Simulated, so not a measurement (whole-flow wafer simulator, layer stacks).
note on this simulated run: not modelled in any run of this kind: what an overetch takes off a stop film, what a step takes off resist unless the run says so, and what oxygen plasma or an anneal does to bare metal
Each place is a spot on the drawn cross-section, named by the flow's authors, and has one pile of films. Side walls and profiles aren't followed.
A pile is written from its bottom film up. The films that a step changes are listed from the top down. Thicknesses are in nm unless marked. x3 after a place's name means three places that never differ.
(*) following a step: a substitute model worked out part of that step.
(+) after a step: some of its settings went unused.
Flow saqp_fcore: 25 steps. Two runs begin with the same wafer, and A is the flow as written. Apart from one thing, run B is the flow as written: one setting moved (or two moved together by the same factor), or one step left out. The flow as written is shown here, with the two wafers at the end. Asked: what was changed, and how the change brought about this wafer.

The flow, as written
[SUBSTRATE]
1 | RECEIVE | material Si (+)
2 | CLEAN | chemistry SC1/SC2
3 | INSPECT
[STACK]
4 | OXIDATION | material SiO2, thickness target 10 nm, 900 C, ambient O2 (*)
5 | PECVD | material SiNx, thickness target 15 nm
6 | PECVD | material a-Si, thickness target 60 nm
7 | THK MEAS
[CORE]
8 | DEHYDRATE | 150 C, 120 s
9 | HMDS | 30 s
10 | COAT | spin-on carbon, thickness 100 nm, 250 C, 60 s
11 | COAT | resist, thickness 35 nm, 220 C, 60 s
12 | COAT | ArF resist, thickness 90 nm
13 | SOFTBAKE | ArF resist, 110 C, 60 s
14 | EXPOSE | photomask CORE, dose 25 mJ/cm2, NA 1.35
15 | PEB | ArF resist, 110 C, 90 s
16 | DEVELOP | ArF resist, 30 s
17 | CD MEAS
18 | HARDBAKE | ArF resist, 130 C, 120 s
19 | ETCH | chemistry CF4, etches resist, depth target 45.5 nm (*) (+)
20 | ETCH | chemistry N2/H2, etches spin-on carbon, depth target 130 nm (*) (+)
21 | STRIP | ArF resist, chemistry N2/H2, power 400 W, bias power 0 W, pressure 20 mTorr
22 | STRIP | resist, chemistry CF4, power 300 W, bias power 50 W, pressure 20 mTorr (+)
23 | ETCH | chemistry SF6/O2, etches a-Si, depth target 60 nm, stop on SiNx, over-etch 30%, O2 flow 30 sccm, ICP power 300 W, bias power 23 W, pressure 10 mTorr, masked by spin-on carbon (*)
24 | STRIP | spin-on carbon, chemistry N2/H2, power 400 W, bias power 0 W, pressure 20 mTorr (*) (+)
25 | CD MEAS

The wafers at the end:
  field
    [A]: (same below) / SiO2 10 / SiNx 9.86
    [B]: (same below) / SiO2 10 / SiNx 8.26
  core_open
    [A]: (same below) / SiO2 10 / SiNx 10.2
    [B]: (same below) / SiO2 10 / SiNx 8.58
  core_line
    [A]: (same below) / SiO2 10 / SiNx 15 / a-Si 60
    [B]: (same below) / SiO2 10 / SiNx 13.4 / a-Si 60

Cause: step 5, PECVD: thickness target 13.4 nm was run, while the flow as written has thickness target 15 nm.
The wafer lets one read it off: core_line has SiNx 13.4, and step 5 as written asks for 15 nm.

Step by step, how the change led to this:
  5 | PECVD | material SiNx, thickness target 15 nm
      field, core_open, core_line: A +15 SiNx (new film) | B +13.4 SiNx (new film)
